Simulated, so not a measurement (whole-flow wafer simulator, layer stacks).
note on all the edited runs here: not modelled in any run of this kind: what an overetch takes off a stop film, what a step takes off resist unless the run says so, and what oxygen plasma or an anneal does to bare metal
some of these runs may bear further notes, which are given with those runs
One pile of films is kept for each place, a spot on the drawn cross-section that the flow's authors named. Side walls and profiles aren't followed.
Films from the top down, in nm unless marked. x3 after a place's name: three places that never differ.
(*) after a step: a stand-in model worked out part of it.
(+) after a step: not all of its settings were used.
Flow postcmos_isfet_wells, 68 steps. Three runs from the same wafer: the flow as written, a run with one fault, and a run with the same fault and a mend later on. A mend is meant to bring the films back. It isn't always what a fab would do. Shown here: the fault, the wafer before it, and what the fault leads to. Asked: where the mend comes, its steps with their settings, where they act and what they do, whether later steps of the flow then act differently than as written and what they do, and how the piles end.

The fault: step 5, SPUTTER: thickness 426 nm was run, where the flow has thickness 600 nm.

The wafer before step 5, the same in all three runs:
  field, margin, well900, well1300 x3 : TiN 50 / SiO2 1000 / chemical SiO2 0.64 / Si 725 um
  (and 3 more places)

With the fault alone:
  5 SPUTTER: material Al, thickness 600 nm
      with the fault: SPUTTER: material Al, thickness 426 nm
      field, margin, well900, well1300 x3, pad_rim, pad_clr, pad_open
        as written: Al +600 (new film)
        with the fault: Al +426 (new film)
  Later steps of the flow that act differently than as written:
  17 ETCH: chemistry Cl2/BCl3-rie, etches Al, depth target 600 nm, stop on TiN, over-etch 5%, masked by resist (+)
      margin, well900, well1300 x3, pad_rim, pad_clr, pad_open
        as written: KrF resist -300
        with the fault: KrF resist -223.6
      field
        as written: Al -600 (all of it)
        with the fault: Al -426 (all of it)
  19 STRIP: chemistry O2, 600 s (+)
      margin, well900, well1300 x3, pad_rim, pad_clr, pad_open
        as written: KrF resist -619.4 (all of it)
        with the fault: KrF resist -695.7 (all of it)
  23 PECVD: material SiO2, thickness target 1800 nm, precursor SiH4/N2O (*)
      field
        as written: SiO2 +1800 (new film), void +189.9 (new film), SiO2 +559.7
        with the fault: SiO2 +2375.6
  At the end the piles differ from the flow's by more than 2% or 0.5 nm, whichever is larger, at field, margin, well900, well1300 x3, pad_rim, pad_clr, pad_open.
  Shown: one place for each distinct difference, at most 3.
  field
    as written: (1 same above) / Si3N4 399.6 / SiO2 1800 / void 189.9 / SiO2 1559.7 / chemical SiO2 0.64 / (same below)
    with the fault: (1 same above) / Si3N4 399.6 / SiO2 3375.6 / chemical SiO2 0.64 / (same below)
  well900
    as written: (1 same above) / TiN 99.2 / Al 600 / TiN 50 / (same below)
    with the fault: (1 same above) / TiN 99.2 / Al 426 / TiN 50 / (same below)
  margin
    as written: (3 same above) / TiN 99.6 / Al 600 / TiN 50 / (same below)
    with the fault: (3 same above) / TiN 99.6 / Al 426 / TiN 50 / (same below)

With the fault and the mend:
  The mend comes after step 5.
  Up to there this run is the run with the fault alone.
  5a SPUTTER: material Al, thickness 174 nm (the flow's step 5 once more, with other settings)
      field, margin, well900, well1300 x3, pad_rim, pad_clr, pad_open
        Al +174
  No later step of the flow acts differently than as written at any place that is followed.
  At the end the piles are the same as the flow's at every place that both follow.
